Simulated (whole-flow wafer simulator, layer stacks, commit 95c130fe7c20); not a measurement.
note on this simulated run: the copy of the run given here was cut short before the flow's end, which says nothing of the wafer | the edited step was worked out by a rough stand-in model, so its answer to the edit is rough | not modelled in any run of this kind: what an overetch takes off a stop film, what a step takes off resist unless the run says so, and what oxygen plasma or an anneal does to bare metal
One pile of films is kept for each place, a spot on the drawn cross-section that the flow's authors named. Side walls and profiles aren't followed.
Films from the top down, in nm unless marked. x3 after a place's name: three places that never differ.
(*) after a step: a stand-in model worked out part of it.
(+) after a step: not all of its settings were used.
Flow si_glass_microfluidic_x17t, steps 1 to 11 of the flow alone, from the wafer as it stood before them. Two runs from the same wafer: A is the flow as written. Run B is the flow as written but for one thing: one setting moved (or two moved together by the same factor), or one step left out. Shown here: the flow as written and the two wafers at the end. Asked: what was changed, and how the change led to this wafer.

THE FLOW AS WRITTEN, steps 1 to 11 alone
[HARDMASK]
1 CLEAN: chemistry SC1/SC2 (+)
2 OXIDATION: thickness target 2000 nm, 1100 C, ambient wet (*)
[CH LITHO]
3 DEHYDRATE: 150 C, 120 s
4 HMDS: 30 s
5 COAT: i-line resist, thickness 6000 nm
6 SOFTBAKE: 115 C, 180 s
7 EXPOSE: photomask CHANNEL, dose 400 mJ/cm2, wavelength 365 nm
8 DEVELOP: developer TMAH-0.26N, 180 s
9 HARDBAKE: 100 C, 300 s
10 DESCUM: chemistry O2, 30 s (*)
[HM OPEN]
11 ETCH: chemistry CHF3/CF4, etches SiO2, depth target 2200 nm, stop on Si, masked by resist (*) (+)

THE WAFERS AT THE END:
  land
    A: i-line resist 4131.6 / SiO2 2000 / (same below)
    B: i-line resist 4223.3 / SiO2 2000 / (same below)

The cause: step 11, ETCH: depth target 2090 nm was run, where the flow has depth target 2200 nm.

How the change led to this, step by step:
  11 ETCH: chemistry CHF3/CF4, etches SiO2, depth target 2200 nm, stop on Si, masked by resist (*) (+)
      land: A i-line resist -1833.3 | B i-line resist -1741.7
